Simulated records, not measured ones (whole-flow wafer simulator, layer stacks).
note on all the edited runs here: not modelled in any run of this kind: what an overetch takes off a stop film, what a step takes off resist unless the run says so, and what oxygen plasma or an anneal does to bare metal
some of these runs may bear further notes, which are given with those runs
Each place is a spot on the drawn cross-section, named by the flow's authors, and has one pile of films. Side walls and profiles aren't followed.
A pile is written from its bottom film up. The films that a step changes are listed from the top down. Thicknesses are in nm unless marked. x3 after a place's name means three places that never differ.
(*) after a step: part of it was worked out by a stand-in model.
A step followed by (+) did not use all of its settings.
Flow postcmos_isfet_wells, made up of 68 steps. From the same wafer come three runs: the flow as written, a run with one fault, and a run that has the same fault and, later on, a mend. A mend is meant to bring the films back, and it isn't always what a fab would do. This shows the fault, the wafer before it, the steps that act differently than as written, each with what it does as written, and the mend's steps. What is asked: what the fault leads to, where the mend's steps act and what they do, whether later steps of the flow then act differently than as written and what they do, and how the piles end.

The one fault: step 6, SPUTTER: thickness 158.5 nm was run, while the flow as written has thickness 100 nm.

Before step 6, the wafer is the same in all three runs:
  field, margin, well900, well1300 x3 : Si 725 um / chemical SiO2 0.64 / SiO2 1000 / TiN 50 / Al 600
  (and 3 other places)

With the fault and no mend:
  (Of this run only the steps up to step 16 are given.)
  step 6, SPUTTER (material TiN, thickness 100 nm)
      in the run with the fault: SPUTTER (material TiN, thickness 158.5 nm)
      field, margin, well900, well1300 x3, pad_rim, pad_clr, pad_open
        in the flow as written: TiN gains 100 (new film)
        in the run with the fault: TiN gains 158.5 (new film)
  Steps further on in the flow that do not act as written:
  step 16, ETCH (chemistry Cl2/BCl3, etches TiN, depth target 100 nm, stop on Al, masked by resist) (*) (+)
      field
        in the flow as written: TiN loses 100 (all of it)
        in the run with the fault: TiN loses 100
  The piles after step 16 differ from the flow's at field, margin, well900, well1300 x3, pad_rim, pad_clr, pad_open by more than 2% or 0.5 nm, whichever is larger.
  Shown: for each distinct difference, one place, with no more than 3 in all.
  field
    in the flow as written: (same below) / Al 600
    in the run with the fault: (same below) / Al 600 / TiN 58.5
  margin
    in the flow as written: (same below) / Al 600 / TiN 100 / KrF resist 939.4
    in the run with the fault: (same below) / Al 600 / TiN 158.5 / KrF resist 939.4

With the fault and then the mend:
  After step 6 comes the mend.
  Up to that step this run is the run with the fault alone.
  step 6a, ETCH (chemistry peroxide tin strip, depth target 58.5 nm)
      field, margin, well900, well1300 x3, pad_rim, pad_clr, pad_open
        TiN loses 58.5
  None of the later steps of the flow acts differently than as written at any place that is followed.
  At every place that both follow, the piles at the end match the flow's.
